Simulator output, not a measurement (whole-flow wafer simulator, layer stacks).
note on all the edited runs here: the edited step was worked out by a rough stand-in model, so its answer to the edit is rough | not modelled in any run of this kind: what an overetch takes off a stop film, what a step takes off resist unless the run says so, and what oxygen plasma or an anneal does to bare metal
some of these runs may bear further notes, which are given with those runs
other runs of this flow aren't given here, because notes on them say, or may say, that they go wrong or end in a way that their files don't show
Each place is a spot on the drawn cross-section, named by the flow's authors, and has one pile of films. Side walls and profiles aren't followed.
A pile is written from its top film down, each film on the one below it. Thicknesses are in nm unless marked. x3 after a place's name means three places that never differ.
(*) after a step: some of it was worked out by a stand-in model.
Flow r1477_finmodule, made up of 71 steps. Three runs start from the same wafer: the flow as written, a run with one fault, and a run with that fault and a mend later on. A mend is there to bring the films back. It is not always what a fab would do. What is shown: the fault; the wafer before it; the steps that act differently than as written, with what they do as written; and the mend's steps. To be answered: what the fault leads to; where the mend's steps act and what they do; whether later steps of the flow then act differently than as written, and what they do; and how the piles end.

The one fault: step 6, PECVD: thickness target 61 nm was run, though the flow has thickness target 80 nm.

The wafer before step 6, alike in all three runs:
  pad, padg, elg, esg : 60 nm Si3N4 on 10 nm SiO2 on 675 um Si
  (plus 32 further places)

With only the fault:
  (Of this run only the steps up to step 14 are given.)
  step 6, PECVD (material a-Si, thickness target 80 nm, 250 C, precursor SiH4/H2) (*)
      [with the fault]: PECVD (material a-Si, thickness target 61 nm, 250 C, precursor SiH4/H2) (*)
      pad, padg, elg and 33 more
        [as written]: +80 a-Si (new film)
        [with the fault]: +61 a-Si (new film)
  None of the later steps of the flow up to step 14 acts differently than as written at any place that is followed.
  Once step 14 is done, the piles at pad, padg, elg and 33 more depart from the flow's by more than 2% or 0.5 nm, whichever is larger.
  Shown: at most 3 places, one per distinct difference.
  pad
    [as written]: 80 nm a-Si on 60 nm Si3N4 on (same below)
    [with the fault]: 61 nm a-Si on 60 nm Si3N4 on (same below)
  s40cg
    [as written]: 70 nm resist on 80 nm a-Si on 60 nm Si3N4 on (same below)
    [with the fault]: 70 nm resist on 61 nm a-Si on 60 nm Si3N4 on (same below)

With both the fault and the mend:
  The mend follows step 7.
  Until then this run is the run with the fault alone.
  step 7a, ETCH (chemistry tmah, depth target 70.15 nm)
      pad, padg, elg and 33 more
        -61 a-Si (all of it)
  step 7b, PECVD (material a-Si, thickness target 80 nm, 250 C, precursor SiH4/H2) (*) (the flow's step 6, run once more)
      pad, padg, elg and 33 more
        +80 a-Si (new film)
  None of the later steps of the flow acts differently than as written at any place that is followed.
  At every place that both follow, the piles at the end match the flow's.
